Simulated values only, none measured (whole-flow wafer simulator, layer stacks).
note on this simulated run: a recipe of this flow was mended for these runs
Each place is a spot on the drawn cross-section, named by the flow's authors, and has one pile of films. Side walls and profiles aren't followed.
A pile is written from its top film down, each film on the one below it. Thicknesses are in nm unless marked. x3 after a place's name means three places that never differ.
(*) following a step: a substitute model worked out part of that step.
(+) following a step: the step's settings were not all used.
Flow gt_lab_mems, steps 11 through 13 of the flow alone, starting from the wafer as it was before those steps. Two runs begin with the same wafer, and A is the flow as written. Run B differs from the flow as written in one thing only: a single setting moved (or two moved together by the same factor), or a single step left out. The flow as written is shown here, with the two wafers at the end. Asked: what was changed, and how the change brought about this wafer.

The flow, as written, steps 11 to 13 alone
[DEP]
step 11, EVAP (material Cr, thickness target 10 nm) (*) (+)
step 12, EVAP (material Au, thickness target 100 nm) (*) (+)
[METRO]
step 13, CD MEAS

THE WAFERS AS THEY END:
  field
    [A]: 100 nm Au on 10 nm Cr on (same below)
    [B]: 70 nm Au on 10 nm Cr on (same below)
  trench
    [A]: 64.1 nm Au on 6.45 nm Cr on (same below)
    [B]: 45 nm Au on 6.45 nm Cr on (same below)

The reason: step 12, EVAP: thickness target 70 nm was run, though the flow has thickness target 100 nm.
The wafer itself shows it: field has Au 70, and step 12 as written asks for 100 nm.

The path from the change to this, step by step:
  step 12, EVAP (material Au, thickness target 100 nm) (*) (+)
      field: A +100 Au (new film) | B +70 Au (new film)
      trench: A +64.1 Au (new film) | B +45 Au (new film)
